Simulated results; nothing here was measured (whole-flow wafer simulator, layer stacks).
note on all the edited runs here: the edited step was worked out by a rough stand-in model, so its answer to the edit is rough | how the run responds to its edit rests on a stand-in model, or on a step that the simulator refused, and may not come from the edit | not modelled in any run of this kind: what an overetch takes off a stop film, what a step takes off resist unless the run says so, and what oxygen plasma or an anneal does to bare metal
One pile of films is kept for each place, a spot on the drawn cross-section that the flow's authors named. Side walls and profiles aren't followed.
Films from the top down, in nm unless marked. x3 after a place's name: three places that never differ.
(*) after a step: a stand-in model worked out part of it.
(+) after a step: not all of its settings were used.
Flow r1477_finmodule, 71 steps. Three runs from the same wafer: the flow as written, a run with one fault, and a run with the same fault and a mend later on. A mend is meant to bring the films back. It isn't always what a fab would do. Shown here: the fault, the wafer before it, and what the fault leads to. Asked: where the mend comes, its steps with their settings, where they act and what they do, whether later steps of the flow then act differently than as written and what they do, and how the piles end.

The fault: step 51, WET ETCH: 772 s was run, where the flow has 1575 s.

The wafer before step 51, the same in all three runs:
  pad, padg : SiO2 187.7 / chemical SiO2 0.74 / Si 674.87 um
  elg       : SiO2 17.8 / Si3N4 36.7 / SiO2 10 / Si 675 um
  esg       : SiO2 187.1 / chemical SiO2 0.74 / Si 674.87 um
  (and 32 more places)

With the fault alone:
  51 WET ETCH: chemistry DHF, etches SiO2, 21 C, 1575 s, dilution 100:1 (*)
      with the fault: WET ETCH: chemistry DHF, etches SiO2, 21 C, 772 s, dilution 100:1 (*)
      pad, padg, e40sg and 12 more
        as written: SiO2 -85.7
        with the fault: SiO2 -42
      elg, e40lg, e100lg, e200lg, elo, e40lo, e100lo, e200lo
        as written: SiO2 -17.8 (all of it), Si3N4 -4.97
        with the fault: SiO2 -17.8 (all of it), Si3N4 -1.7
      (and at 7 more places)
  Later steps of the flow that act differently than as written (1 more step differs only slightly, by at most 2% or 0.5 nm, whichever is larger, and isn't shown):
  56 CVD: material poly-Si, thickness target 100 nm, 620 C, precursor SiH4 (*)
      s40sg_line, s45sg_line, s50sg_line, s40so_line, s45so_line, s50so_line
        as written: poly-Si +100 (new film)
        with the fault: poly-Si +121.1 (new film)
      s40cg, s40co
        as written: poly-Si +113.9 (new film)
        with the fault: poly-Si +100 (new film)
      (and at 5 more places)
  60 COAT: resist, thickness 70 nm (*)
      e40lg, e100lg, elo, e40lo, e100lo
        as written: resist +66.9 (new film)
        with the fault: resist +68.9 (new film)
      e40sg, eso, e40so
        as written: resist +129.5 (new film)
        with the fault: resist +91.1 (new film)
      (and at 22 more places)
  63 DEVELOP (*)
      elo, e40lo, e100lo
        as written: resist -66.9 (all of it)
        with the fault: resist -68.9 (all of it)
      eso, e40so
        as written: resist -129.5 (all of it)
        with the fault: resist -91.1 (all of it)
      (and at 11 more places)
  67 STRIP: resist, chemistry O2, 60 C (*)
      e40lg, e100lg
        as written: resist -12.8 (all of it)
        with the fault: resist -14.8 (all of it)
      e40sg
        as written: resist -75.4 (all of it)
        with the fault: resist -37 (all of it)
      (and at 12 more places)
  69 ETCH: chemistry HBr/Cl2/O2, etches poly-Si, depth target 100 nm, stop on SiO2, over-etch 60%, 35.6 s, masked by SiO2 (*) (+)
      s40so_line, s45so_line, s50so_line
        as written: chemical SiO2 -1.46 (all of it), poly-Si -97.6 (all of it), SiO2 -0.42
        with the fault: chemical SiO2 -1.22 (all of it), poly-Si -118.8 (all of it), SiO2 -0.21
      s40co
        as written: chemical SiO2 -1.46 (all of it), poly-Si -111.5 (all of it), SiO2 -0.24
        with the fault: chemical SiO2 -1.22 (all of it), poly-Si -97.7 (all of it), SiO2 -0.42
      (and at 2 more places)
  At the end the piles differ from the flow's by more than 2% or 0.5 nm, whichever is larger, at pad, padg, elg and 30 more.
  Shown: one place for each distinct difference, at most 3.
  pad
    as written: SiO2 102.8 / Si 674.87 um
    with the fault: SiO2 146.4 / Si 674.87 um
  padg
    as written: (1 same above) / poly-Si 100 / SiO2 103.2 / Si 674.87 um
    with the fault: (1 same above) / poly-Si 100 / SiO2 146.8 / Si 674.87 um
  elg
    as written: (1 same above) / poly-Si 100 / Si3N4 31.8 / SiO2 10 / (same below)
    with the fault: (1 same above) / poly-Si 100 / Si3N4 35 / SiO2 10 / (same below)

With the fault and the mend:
  The mend comes after step 51.
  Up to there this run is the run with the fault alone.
  51a WET ETCH: chemistry DHF, etches SiO2, 21 C, 803 s, dilution 100:1 (*) (the flow's step 51 once more, with other settings)
      pad, padg, e40sg and 12 more
        SiO2 -43.7
      elg, e40lg, e100lg, e200lg, elo, e40lo, e100lo, e200lo
        Si3N4 -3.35
      esg, s40cg, s45cg, s50cg, s40co, s45co, s50co
        SiO2 -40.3
  No later step of the flow acts differently than as written, at any place that is followed, by more than 2% or 0.5 nm, whichever is larger.
  At the end the piles differ from the flow's only slightly at the places that both follow, by at most 2% or 0.5 nm, whichever is larger.
